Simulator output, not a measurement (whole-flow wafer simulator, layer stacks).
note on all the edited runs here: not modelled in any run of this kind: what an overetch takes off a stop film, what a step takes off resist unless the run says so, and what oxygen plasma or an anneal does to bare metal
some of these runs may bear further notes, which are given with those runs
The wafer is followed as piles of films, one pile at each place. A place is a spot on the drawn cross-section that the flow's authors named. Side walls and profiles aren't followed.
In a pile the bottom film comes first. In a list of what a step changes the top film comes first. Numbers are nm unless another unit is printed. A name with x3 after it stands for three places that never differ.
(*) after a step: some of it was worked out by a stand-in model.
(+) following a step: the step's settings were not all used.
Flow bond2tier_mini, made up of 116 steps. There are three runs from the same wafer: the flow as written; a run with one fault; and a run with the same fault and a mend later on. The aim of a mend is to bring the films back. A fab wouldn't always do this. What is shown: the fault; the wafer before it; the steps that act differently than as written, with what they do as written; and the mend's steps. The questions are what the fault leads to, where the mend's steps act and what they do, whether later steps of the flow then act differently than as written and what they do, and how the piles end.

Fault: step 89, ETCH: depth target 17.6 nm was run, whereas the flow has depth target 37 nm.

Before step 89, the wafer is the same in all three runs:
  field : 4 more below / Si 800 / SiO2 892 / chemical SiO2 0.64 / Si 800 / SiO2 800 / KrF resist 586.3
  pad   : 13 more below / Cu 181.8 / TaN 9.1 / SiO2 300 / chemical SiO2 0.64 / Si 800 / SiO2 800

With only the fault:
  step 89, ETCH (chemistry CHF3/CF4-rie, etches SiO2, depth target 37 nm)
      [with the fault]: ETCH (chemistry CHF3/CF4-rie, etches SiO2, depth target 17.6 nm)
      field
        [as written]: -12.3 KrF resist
        [with the fault]: -5.87 KrF resist
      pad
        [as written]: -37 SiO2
        [with the fault]: -17.6 SiO2
  Steps further on in the flow that do not act as written (4 more steps, not shown, differ only slightly: by at most 2% or 0.5 nm, whichever is larger):
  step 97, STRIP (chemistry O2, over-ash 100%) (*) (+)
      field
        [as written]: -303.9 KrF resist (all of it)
        [with the fault]: -312.1 KrF resist (all of it)
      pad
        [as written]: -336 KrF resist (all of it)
        [with the fault]: -327.4 KrF resist (all of it)
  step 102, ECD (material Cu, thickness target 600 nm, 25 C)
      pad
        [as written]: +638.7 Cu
        [with the fault]: +618.4 Cu
  The piles end different from the flow's at pad by more than 2% or 0.5 nm, whichever is larger.
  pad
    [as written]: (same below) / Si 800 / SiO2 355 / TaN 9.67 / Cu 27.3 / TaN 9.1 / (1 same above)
    [with the fault]: (same below) / Si 800 / SiO2 374.4 / TaN 9.85 / Cu 7.75 / TaN 9.1 / (1 same above)

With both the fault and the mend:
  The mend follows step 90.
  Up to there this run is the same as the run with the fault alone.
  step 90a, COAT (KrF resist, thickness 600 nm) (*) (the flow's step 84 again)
      field
        +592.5 KrF resist (new film)
      pad
        +607.8 KrF resist (new film)
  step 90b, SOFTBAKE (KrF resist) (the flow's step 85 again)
      alters no film at any place that is followed
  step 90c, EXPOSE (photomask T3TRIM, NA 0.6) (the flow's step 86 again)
      alters no film at any place that is followed
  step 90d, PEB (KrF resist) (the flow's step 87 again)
      alters no film at any place that is followed
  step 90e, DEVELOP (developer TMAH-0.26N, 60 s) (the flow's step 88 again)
      field
        -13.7 KrF resist
      pad
        -607.8 KrF resist (all of it)
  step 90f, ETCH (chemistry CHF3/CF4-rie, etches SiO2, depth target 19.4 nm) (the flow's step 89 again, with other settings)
      field
        -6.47 KrF resist
      pad
        -19.4 SiO2
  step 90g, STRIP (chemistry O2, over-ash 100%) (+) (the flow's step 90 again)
      field
        -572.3 KrF resist (all of it)
  Every later step of the flow that is run acts as written at every place that is followed.
  By the end, the piles equal the flow's at every place that both follow.
